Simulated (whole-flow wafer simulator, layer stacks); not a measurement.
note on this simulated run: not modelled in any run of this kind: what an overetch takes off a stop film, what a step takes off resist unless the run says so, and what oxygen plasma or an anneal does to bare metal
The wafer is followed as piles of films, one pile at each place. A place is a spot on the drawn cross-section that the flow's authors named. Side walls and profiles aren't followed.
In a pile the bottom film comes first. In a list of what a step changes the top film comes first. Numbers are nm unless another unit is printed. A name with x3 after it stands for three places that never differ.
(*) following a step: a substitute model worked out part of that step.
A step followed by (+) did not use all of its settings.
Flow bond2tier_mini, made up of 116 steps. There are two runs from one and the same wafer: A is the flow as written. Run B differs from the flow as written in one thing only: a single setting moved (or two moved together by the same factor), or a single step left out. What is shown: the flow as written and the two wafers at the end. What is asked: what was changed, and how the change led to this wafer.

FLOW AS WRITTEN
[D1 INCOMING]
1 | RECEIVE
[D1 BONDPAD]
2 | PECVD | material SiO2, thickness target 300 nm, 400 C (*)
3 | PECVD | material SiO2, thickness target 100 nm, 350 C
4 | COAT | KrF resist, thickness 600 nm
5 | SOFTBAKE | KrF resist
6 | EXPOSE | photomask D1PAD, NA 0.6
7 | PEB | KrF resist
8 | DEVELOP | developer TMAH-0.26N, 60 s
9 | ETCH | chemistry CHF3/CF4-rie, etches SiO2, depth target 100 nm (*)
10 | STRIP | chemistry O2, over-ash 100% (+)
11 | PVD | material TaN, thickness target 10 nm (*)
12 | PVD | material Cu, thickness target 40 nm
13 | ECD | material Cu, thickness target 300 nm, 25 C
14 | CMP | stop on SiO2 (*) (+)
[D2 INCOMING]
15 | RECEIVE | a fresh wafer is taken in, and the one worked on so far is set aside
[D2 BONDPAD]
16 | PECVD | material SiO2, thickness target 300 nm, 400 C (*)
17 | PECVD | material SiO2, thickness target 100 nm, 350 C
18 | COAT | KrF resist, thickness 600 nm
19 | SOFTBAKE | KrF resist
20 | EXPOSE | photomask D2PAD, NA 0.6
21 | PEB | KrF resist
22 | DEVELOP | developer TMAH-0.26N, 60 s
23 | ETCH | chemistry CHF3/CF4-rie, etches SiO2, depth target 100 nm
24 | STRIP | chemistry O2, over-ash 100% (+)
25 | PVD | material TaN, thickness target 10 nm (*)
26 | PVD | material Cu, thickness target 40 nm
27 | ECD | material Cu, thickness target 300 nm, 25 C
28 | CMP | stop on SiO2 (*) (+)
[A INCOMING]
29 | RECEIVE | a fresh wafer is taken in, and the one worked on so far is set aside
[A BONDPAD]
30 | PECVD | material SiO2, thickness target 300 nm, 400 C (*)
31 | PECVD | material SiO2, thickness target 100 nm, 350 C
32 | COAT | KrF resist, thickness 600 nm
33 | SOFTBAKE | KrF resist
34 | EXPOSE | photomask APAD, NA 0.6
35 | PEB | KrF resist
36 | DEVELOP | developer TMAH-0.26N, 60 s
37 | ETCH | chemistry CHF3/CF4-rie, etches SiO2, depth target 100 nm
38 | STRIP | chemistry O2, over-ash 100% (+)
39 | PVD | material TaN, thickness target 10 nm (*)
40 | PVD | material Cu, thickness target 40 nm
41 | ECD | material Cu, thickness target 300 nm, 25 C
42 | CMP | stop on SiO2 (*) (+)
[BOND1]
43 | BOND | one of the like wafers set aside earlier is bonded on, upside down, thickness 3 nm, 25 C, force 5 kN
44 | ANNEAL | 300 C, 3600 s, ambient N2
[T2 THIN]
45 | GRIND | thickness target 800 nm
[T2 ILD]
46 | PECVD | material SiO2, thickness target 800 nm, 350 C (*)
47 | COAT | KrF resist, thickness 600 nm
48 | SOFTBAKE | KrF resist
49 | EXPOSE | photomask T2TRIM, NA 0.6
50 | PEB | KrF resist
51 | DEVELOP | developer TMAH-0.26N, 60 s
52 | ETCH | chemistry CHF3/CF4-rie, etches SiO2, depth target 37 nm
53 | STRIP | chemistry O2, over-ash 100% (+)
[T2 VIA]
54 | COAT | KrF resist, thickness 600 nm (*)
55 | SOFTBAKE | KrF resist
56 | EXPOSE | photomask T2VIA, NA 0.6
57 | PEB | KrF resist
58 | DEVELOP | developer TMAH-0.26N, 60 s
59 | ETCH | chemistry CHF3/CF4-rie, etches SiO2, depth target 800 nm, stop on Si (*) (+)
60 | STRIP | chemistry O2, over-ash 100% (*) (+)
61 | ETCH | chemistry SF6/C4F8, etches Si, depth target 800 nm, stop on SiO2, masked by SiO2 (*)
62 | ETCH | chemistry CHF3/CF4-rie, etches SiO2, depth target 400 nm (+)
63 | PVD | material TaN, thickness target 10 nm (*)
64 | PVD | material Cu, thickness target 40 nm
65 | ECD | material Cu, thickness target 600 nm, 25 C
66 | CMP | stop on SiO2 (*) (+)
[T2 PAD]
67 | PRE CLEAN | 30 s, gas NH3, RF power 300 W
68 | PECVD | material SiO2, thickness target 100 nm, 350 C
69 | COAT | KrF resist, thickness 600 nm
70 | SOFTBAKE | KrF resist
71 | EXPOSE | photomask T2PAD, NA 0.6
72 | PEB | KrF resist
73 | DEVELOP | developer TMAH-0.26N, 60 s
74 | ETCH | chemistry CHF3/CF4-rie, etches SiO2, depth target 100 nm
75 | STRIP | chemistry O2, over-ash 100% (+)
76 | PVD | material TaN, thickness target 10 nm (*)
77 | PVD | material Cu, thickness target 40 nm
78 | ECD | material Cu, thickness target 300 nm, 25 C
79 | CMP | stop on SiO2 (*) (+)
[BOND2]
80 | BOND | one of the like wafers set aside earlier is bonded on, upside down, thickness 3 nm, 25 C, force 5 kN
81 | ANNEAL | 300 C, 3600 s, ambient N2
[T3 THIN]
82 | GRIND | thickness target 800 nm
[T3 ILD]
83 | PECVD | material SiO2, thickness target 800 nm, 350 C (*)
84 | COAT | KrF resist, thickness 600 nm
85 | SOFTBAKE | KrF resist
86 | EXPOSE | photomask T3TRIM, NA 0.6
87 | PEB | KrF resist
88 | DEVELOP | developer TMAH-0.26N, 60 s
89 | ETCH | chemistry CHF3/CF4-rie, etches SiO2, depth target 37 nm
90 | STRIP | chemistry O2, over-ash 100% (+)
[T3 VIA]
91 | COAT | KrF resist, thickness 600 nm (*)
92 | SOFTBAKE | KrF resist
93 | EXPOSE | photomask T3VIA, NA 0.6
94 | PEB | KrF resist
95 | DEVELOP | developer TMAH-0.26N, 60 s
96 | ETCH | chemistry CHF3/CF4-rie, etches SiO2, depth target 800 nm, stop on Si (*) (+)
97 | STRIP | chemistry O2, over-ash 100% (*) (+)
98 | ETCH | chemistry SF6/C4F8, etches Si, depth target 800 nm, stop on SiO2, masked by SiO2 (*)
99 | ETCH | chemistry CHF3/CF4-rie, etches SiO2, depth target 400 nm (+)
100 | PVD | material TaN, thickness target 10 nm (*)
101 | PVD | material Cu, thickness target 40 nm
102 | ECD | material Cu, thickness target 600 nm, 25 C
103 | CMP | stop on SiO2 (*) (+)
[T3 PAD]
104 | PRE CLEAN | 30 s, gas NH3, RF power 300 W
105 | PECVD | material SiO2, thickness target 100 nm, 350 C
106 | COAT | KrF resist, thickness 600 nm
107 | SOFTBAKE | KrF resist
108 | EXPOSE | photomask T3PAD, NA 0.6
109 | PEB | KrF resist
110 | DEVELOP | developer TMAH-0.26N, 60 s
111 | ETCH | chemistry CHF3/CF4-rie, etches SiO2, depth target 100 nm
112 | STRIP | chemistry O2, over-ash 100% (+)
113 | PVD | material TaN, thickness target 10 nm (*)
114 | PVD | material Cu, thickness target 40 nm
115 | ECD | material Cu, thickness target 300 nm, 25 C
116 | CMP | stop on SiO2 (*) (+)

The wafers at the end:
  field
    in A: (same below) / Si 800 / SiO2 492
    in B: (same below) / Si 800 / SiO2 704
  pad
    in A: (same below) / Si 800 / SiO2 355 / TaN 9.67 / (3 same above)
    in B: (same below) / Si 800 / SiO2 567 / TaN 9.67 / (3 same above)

Cause: step 99, ETCH: depth target 188 nm was run, though the flow has depth target 400 nm.

How this came from the change, step by step:
  99 | ETCH | chemistry CHF3/CF4-rie, etches SiO2, depth target 400 nm (+)
      field, pad: A SiO2 loses 400 | B SiO2 loses 188
